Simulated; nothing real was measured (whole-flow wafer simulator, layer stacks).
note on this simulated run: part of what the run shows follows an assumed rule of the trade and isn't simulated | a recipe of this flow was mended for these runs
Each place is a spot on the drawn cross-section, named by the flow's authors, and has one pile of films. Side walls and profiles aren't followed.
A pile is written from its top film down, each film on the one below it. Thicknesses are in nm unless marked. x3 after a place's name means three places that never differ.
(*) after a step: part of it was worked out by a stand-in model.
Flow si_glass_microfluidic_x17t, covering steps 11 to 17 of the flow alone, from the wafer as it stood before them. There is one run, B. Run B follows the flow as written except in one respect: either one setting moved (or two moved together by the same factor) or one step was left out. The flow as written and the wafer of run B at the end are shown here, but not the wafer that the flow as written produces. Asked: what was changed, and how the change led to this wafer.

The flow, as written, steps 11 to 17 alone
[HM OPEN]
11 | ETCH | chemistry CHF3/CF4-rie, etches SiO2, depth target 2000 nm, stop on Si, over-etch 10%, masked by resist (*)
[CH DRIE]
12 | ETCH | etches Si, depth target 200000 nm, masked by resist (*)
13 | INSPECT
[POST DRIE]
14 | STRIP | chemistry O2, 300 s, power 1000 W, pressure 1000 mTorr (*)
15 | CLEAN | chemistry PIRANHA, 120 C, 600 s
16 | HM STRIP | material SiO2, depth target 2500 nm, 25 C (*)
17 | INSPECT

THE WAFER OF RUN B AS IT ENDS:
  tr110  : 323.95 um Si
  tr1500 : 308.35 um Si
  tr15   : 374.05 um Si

Cause: step 11, ETCH: depth target 2300 nm was run, while the flow as written has depth target 2000 nm.

The path from the change to this, step by step:
  11 | ETCH | chemistry CHF3/CF4-rie, etches SiO2, depth target 2000 nm, stop on Si, over-etch 10%, masked by resist (*)
      tr110, tr1500, tr15: -2000 SiO2 (all of it), -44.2 Si (as written it would have been: -2000 SiO2 (all of it), -16.7 Si)
      land: -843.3 thick-i-line-resist (as written it would have been: -733.3 thick-i-line-resist)
  12 | ETCH | etches Si, depth target 200000 nm, masked by resist (*)
      tr1500: -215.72 um Si (as written it would have been: -215.73 um Si)
      tr15: -150.02 um Si (as written it would have been: -149.99 um Si)
  14 | STRIP | chemistry O2, 300 s, power 1000 W, pressure 1000 mTorr (*)
      land: -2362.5 thick-i-line-resist (all of it) (as written it would have been: -2472.3 thick-i-line-resist (all of it))
